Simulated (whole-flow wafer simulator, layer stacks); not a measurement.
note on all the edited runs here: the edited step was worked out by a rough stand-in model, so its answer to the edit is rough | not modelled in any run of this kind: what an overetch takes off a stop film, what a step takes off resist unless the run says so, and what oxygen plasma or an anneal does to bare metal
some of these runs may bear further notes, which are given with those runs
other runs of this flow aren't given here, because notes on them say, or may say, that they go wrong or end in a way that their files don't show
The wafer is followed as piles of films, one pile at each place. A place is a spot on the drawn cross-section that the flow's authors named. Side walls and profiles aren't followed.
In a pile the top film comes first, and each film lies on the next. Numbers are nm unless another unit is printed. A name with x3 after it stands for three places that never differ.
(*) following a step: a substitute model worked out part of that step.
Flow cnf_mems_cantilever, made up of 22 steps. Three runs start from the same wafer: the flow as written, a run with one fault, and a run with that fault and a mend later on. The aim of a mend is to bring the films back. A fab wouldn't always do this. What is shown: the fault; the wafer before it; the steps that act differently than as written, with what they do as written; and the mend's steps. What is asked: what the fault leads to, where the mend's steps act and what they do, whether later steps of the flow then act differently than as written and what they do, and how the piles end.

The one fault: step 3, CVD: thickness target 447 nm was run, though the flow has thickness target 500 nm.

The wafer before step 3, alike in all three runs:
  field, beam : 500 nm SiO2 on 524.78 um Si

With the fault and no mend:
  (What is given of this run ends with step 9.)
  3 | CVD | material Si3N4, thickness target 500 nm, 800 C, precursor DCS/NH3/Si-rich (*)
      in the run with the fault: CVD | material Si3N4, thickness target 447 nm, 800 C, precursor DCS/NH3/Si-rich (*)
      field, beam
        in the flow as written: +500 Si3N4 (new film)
        in the run with the fault: +447 Si3N4 (new film)
  Later steps of the flow up to step 9 that are run all act as written at every place that is followed.
  Once step 9 is done, the piles at field, beam depart from the flow's by more than 2% or 0.5 nm, whichever is larger.
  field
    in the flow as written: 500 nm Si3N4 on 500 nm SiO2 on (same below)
    in the run with the fault: 447 nm Si3N4 on 500 nm SiO2 on (same below)
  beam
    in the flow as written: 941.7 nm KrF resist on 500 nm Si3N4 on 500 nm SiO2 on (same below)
    in the run with the fault: 941.7 nm KrF resist on 447 nm Si3N4 on 500 nm SiO2 on (same below)

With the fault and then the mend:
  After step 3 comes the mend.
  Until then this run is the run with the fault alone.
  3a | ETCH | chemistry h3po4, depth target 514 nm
      field, beam
        -447 Si3N4 (all of it)
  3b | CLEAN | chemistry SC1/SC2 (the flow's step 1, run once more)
      leaves every film unchanged at each place that is followed
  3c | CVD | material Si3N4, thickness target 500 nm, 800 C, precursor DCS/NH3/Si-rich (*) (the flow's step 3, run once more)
      field, beam
        +500 Si3N4 (new film)
  Later steps of the flow that are run all act as written at every place that is followed.
  The piles end the same as the flow's at every place that both follow.
